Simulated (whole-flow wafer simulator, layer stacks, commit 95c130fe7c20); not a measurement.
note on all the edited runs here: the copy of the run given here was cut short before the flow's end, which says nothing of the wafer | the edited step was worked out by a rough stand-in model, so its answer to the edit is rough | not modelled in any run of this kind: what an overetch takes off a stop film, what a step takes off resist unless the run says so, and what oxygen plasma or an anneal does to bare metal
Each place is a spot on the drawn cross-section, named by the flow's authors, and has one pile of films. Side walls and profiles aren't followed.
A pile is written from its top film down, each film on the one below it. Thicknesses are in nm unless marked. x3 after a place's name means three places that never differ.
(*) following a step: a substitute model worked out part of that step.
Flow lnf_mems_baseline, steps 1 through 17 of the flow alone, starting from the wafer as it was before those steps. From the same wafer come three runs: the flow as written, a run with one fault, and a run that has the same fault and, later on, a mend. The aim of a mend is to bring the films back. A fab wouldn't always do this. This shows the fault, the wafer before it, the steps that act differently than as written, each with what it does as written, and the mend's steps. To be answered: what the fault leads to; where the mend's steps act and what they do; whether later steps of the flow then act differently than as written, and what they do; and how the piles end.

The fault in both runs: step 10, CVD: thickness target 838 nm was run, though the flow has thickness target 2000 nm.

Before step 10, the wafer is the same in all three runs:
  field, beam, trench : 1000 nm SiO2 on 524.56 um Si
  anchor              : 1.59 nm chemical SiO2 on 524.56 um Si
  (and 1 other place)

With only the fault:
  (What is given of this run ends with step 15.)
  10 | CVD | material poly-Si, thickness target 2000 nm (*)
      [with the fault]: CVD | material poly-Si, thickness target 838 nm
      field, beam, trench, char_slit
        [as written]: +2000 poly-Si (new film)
        [with the fault]: +838 poly-Si (new film)
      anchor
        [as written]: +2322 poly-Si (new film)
        [with the fault]: +838 poly-Si (new film)
  Later steps of the flow acting differently than as written (1 more step, not shown, differs only slightly: by at most 2% or 0.5 nm, whichever is larger):
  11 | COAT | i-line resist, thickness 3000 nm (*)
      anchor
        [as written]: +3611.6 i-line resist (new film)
        [with the fault]: +3879.2 i-line resist (new film)
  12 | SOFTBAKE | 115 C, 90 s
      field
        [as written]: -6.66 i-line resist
        [with the fault]: -12.2 i-line resist
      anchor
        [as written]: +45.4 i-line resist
        [with the fault]: +82.5 i-line resist
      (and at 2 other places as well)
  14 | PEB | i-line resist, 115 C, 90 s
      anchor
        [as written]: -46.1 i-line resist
        [with the fault]: -51.6 i-line resist
  Once step 15 is done, the piles at field, anchor, beam, trench, char_slit depart from the flow's by more than 2% or 0.5 nm, whichever is larger.
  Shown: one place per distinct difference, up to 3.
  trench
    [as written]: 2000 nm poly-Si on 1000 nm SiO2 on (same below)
    [with the fault]: 838 nm poly-Si on 1000 nm SiO2 on (same below)
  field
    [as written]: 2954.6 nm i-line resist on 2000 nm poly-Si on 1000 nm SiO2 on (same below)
    [with the fault]: 2945.7 nm i-line resist on 838 nm poly-Si on 1000 nm SiO2 on (same below)
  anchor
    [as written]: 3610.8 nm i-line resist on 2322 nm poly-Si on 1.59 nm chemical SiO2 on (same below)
    [with the fault]: 3910 nm i-line resist on 838 nm poly-Si on 1.59 nm chemical SiO2 on (same below)

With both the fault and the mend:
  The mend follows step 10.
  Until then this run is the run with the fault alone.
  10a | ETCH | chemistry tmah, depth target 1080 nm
      field, anchor, beam, trench, char_slit
        -838 poly-Si (all of it)
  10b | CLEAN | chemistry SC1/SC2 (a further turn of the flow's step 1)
      alters no film at any place that is followed
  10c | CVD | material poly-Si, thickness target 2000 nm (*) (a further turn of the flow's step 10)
      field, beam, trench, char_slit
        +2000 poly-Si (new film)
      anchor
        +2322 poly-Si (new film)
  Later steps of the flow that are run all act as written at every place that is followed.
  By the end, the piles equal the flow's at every place that both follow.
